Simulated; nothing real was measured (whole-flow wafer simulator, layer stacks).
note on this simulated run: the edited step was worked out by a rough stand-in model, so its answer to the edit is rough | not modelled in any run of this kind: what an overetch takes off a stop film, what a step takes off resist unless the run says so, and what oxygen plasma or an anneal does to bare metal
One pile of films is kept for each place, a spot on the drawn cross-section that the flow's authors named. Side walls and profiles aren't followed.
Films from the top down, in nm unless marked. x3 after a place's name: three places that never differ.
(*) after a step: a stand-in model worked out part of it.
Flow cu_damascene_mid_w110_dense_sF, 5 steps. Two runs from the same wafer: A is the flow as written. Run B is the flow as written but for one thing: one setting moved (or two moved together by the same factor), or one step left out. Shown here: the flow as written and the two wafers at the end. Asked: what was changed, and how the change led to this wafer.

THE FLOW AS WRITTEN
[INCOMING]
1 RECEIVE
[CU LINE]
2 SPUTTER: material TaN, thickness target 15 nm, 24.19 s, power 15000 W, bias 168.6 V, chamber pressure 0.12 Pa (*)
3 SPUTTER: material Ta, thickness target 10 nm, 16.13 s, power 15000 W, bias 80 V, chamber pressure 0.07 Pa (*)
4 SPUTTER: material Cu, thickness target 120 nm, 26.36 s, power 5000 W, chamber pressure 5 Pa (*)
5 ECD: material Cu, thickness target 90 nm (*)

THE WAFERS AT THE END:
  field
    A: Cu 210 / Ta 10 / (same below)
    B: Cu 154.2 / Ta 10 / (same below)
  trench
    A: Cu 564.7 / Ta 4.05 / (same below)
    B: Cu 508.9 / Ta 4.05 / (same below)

The cause: step 5, ECD: thickness target 34.2 nm was run, where the flow has thickness target 90 nm.

How the change led to this, step by step:
  5 ECD: material Cu, thickness target 90 nm (*)
      field: A Cu +90 | B Cu +34.2
      trench: A Cu +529 | B Cu +473.2
